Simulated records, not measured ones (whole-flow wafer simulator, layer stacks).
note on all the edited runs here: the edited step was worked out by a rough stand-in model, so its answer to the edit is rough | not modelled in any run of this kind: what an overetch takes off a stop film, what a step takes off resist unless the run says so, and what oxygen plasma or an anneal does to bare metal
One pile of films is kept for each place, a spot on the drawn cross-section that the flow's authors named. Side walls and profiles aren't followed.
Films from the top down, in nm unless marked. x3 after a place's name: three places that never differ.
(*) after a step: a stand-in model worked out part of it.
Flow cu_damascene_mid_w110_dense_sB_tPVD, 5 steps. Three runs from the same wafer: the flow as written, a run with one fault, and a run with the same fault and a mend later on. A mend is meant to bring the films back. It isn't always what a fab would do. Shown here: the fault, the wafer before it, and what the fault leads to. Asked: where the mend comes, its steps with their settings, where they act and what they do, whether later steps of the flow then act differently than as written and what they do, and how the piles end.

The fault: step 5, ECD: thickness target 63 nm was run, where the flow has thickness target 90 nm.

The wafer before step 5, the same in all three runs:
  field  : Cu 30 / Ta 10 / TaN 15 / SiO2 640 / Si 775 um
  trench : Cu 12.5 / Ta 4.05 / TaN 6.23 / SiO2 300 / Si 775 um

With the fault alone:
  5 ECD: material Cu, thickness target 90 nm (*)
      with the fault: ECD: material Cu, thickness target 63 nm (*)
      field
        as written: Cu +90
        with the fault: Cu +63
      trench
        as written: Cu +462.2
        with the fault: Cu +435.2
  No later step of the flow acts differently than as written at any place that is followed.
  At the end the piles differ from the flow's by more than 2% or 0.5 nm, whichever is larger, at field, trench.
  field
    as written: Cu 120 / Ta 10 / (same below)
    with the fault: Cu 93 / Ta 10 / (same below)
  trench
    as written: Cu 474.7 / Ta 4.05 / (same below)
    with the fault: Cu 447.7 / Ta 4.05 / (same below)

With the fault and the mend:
  The mend comes after step 5.
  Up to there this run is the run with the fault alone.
  5a ECD: material Cu, thickness target 27 nm (the flow's step 5 once more, with other settings)
      field, trench
        Cu +27
  No later step of the flow acts differently than as written at any place that is followed.
  At the end the piles are the same as the flow's at every place that both follow.
